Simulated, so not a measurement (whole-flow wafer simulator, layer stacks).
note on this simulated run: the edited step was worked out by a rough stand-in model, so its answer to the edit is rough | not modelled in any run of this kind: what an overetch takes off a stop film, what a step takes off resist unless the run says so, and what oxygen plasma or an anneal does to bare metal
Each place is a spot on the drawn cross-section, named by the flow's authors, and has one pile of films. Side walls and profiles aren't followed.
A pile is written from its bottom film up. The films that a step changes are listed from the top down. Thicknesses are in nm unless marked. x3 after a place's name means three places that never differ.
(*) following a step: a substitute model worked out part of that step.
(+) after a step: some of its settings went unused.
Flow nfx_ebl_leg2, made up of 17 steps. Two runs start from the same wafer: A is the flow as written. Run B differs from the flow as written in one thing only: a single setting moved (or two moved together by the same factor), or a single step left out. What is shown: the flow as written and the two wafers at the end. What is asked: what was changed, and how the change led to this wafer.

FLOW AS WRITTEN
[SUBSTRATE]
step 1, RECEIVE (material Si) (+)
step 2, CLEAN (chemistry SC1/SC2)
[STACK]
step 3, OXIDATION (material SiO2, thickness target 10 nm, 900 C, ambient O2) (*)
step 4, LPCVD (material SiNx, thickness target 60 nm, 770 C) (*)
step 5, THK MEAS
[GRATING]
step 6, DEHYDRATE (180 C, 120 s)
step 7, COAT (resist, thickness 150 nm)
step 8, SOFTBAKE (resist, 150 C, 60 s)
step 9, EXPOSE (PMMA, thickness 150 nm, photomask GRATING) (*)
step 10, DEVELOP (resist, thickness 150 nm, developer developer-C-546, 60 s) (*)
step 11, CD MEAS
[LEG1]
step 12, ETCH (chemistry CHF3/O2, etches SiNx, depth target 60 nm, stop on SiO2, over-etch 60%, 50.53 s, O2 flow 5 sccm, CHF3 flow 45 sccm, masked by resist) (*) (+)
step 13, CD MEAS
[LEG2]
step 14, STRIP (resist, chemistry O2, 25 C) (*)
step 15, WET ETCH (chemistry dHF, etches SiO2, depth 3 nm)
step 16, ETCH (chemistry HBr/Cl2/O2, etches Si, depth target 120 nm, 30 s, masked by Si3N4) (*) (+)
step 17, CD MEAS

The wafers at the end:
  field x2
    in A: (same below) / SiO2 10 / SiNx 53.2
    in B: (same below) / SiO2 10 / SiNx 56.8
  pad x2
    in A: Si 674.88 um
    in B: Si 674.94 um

The reason: step 16, ETCH: depth target 57 nm was run, whereas the flow has depth target 120 nm; step 16, ETCH: 14.2 s was run, where the flow has 30 s.

The path from the change to this, step by step:
  step 16, ETCH (chemistry HBr/Cl2/O2, etches Si, depth target 120 nm, 30 s, masked by Si3N4) (*) (+)
      field x2: A -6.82 SiNx | B -3.23 SiNx
      pad x2: A -120 Si | B -57 Si
